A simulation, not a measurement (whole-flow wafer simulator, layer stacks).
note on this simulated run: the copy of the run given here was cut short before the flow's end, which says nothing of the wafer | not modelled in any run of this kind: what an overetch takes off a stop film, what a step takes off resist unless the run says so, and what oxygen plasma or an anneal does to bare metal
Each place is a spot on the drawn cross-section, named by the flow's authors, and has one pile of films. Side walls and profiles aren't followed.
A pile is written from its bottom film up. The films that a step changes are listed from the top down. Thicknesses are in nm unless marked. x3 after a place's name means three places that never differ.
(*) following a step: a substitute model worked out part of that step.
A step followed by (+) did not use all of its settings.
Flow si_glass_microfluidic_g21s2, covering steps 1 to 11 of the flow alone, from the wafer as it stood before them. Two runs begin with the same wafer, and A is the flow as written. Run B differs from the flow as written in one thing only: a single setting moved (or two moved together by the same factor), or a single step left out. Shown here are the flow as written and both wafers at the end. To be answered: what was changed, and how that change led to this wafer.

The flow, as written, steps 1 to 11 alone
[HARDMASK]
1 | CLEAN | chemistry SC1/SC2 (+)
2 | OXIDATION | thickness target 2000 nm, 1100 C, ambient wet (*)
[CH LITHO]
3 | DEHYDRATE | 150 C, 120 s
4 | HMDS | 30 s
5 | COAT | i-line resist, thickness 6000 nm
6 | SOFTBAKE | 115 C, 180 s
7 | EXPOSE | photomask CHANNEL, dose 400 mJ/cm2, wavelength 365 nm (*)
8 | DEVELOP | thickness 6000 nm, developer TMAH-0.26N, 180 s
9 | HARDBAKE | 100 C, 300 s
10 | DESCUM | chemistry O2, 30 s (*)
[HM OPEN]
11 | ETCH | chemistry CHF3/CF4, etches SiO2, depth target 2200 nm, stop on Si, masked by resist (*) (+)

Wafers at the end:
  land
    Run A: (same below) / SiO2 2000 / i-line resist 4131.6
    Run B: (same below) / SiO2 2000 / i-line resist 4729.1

Cause: step 5, COAT: thickness 6600 nm was run, though the flow has thickness 6000 nm.

Step by step, how the change led to this:
  5 | COAT | i-line resist, thickness 6000 nm
      land, trench20 x3: A +6000 i-line resist (new film) | B +6600 i-line resist (new film)
  8 | DEVELOP | thickness 6000 nm, developer TMAH-0.26N, 180 s
      trench20 x3: A -6000 i-line resist (all of it) | B -6600 i-line resist (all of it)
  9 | HARDBAKE | 100 C, 300 s
      land: A -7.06 i-line resist | B -9.53 i-line resist
